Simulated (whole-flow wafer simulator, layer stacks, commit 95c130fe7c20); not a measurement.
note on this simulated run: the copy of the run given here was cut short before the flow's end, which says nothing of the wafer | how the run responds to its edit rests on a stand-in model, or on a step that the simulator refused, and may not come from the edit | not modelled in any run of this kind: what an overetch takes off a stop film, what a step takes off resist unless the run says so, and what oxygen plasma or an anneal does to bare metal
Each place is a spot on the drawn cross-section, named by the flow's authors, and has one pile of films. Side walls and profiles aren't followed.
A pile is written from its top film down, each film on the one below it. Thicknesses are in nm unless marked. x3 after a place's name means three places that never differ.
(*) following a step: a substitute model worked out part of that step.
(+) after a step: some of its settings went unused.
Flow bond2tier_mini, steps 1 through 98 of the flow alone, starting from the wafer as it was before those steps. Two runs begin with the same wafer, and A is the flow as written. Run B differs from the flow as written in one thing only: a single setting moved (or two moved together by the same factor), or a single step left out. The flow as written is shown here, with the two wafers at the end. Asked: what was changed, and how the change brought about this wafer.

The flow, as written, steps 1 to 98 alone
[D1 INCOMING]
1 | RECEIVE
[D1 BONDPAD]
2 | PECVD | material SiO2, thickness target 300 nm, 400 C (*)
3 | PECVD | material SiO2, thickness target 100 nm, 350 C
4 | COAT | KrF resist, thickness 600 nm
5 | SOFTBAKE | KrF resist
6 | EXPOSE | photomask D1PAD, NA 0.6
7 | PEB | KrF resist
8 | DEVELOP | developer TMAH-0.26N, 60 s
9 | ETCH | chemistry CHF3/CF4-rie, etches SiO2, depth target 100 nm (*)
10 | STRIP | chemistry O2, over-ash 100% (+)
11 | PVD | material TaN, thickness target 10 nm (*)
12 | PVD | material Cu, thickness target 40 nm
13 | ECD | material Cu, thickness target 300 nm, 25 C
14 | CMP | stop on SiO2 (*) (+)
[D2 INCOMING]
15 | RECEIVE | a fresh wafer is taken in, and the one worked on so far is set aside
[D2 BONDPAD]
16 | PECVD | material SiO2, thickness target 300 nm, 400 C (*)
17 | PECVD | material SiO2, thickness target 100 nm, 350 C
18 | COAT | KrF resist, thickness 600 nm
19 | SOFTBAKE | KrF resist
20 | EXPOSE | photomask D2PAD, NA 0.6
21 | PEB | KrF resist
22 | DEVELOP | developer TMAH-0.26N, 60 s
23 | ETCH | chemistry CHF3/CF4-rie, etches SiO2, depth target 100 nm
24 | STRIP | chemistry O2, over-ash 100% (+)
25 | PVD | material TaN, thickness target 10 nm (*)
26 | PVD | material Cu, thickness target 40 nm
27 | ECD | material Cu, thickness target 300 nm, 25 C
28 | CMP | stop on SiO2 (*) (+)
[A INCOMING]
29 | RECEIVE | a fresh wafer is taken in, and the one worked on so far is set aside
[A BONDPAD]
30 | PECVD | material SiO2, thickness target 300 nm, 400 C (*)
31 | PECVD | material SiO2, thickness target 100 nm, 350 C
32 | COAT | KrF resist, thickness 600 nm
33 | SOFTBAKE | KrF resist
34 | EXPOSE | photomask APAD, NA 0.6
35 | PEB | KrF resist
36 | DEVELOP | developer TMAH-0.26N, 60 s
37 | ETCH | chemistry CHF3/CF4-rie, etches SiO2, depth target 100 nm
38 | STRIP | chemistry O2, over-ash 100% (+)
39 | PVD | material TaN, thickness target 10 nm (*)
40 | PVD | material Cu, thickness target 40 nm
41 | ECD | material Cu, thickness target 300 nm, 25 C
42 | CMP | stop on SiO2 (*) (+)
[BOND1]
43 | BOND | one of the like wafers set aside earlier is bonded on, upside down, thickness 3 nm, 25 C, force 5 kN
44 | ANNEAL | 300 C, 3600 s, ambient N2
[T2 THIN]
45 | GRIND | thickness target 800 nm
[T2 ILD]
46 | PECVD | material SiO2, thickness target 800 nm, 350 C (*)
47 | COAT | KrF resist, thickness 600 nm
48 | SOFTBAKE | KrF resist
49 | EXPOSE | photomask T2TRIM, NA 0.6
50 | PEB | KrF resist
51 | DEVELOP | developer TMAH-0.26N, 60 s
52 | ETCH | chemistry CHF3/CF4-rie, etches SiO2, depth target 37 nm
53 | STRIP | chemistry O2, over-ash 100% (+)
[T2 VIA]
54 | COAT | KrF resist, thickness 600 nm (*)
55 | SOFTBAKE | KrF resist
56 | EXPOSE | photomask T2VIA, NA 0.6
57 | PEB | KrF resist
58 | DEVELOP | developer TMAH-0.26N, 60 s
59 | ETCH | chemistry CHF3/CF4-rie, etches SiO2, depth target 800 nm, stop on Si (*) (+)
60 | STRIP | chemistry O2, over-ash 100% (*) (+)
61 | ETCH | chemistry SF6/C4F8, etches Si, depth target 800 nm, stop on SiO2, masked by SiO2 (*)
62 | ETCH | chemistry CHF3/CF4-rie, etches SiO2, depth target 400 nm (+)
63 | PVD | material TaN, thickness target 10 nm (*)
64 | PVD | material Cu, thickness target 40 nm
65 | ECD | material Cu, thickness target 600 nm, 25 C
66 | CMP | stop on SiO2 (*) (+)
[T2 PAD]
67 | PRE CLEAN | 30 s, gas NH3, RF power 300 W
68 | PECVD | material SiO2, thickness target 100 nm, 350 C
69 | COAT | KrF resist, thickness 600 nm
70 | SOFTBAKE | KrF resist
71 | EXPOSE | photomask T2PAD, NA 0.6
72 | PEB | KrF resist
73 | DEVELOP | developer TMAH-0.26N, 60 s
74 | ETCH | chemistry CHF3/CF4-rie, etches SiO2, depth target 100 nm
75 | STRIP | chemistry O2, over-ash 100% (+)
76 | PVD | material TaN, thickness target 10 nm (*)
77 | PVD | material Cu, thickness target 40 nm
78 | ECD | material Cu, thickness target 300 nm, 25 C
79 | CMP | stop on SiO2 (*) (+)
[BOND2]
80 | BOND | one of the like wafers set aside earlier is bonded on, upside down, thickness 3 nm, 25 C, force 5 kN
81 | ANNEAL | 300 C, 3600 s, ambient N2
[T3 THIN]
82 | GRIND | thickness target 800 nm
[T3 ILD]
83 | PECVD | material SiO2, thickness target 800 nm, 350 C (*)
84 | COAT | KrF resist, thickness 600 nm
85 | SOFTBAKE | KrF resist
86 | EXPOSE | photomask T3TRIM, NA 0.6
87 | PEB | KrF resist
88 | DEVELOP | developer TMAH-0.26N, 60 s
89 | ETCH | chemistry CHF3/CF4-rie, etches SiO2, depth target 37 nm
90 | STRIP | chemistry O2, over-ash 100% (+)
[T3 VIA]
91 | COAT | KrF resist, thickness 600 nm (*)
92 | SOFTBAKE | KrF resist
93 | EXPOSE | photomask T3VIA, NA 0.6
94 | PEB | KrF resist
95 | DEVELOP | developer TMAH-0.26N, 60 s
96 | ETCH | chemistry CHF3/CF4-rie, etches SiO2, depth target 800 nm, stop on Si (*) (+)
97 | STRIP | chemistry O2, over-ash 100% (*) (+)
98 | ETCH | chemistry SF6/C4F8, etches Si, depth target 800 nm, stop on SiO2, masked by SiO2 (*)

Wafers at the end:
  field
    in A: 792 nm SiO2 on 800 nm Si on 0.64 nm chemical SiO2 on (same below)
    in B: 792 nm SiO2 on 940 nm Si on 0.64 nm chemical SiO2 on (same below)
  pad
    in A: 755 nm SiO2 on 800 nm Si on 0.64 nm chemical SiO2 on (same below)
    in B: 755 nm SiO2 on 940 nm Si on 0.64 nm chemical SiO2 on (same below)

The reason: step 82, GRIND: thickness target 940 nm was run, though the flow has thickness target 800 nm.
The wafer itself shows it: field has Si 940, and step 82 as written asks for 800 nm.

How this came from the change, step by step:
  82 | GRIND | thickness target 800 nm
      field, pad: A -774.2 um Si | B -774.06 um Si
